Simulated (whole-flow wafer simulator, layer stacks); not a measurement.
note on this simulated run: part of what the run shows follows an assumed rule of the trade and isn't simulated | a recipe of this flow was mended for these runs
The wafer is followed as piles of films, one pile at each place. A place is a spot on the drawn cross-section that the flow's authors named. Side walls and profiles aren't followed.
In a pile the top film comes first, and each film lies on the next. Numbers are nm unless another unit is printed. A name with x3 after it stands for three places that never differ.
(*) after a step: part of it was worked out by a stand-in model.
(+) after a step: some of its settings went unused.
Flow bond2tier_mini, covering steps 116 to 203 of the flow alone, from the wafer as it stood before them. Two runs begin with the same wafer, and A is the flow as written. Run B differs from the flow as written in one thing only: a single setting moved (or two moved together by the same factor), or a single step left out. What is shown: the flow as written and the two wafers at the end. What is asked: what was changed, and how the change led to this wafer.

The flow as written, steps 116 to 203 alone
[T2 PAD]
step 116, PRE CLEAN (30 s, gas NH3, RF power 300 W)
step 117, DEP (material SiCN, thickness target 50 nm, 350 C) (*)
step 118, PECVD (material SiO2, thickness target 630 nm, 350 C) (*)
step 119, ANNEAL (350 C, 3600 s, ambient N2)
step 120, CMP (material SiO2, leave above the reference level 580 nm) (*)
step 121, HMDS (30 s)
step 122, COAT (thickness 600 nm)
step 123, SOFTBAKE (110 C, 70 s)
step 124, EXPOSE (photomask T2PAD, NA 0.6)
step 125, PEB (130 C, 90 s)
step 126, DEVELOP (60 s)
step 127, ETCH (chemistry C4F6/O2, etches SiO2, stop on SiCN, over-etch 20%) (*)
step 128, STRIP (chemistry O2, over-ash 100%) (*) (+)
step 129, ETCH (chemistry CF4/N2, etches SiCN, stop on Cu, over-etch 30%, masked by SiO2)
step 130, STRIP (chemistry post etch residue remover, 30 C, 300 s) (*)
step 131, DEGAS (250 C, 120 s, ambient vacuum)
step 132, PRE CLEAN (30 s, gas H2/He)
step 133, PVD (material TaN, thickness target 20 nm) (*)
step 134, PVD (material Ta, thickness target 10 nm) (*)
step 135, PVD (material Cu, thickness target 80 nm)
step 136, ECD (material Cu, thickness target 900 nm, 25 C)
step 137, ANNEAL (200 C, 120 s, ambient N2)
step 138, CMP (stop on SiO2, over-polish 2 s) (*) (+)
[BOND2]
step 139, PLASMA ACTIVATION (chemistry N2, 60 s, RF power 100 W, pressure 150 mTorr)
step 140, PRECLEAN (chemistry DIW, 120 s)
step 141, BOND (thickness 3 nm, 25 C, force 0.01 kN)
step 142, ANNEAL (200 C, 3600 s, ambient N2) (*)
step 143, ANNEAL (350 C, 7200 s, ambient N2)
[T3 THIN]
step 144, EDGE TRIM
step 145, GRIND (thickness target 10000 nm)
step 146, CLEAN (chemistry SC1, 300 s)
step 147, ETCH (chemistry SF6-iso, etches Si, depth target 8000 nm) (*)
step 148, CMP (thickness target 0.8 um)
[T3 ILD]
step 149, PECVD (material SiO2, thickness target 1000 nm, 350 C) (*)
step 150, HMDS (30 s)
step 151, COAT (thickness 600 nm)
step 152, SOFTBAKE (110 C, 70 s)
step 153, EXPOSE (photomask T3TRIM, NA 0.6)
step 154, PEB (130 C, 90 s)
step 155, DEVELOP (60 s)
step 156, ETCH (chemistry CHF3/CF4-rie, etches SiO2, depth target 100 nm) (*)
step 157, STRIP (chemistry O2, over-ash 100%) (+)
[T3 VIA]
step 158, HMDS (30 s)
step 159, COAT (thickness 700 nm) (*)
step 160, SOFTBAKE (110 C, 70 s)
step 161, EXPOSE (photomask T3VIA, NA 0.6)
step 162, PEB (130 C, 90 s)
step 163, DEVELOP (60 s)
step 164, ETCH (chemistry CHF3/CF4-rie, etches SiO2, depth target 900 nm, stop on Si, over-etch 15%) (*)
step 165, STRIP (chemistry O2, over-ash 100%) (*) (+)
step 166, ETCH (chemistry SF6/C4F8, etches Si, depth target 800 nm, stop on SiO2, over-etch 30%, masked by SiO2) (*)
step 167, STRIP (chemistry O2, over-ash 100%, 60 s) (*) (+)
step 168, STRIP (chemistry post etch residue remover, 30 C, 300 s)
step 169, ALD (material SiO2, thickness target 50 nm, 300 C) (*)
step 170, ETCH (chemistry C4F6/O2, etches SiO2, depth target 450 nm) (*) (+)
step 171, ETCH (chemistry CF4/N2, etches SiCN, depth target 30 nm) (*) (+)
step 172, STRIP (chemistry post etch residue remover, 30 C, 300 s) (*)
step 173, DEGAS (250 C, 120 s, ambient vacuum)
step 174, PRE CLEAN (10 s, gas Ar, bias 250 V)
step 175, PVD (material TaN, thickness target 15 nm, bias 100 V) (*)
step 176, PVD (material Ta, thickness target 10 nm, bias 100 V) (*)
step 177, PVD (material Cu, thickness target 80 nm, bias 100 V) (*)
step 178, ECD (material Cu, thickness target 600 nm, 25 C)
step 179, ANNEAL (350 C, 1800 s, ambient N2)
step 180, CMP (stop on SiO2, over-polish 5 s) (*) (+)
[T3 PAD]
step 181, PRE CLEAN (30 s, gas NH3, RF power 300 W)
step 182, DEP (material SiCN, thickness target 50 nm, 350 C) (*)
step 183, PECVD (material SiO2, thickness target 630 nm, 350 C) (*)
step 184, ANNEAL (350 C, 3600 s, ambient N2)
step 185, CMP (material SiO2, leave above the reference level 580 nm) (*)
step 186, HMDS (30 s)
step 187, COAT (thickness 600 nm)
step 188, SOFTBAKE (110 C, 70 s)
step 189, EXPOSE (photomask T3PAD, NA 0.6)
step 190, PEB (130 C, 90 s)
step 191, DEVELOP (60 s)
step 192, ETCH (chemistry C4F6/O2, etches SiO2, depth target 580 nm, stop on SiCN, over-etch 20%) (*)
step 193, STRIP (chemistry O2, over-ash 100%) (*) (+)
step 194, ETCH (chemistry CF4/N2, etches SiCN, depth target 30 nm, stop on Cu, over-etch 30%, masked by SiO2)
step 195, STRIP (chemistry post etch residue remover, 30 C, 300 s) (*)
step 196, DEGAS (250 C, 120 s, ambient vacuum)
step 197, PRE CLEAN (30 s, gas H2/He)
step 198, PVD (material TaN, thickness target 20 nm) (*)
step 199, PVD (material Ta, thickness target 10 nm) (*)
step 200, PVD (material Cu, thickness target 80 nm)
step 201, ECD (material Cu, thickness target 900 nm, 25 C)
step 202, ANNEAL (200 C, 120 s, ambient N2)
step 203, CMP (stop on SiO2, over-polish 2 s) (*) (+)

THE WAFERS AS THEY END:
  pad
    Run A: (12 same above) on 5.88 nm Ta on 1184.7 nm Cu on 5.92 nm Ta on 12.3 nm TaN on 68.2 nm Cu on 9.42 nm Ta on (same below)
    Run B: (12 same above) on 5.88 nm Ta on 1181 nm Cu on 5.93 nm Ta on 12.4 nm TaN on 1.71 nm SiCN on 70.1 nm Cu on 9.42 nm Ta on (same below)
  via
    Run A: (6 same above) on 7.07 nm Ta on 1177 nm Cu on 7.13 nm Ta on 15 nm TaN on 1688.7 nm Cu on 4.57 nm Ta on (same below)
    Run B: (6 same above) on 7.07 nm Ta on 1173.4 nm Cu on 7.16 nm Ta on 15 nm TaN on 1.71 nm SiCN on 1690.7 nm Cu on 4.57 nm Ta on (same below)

Cause: step 127, ETCH: over-etch 9.5% was run, though the flow has over-etch 20%.

How this came from the change, step by step:
  step 127, ETCH (chemistry C4F6/O2, etches SiO2, stop on SiCN, over-etch 20%) (*)
      pad, via: A -580 SiO2 (all of it), -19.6 SiCN | B -580 SiO2 (all of it), -9.29 SiCN
      field: A -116 thick-KrF-resist | B -105.8 thick-KrF-resist
  step 128, STRIP (chemistry O2, over-ash 100%) (*) (+)
      field: A -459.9 thick-KrF-resist (all of it) | B -470.1 thick-KrF-resist (all of it)
  step 129, ETCH (chemistry CF4/N2, etches SiCN, stop on Cu, over-etch 30%, masked by SiO2)
      pad, via: A -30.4 SiCN (all of it), -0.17 Cu | B -39 SiCN
  step 130, STRIP (chemistry post etch residue remover, 30 C, 300 s) (*)
      pad, via: A -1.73 Cu | B nothing
Taking metal films that touch as one body, pad has 4 bodies (between them, from the top down: SiO2 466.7 / Si 800 / chemical SiO2 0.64 / SiO2 300 / SiCN 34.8; SiCN 1.71; SiO2 466.7 / Si 800 / chemical SiO2 0.64 / SiO2 300 / SiCN 34.8); the flow as written gives 3 bodies (between them, from the top down: SiO2 466.7 / Si 800 / chemical SiO2 0.64 / SiO2 300 / SiCN 34.8; SiO2 466.7 / Si 800 / chemical SiO2 0.64 / SiO2 300 / SiCN 34.8).
Taking metal films that touch as one body, via has 2 bodies (between them, from the top down: SiCN 1.71); the flow as written gives 1 body.
